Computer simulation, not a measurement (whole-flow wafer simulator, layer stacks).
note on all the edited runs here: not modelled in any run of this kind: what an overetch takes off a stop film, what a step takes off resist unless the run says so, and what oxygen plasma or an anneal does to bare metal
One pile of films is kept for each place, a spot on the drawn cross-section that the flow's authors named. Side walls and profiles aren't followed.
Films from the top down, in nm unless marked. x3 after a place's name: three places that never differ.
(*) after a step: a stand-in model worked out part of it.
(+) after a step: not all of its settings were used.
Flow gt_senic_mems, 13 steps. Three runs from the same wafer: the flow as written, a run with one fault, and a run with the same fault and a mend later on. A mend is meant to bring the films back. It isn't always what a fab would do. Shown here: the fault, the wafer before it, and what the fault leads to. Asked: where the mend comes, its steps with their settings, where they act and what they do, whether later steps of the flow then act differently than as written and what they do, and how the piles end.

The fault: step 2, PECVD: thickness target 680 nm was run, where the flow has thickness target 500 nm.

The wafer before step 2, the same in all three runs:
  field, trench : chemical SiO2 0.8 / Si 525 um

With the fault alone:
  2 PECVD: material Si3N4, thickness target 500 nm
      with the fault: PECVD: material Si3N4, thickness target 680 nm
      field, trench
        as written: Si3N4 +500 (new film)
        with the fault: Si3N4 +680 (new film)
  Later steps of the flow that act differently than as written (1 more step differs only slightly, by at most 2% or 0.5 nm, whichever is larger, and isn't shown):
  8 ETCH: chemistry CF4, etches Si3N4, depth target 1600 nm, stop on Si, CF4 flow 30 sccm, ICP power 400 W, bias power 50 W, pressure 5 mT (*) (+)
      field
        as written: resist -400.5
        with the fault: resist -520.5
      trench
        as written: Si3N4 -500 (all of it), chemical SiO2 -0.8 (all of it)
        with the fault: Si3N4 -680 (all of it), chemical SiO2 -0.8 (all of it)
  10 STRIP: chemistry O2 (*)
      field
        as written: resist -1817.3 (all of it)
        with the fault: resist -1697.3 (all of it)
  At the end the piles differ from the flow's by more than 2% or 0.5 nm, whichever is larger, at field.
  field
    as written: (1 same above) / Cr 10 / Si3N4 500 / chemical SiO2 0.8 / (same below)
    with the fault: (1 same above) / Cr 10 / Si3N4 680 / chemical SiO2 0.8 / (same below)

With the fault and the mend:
  The mend comes after step 2.
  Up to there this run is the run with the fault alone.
  2a ETCH: chemistry h3po4, depth target 180 nm
      field, trench
        Si3N4 -180
  No later step of the flow acts differently than as written at any place that is followed.
  At the end the piles are the same as the flow's at every place that both follow.
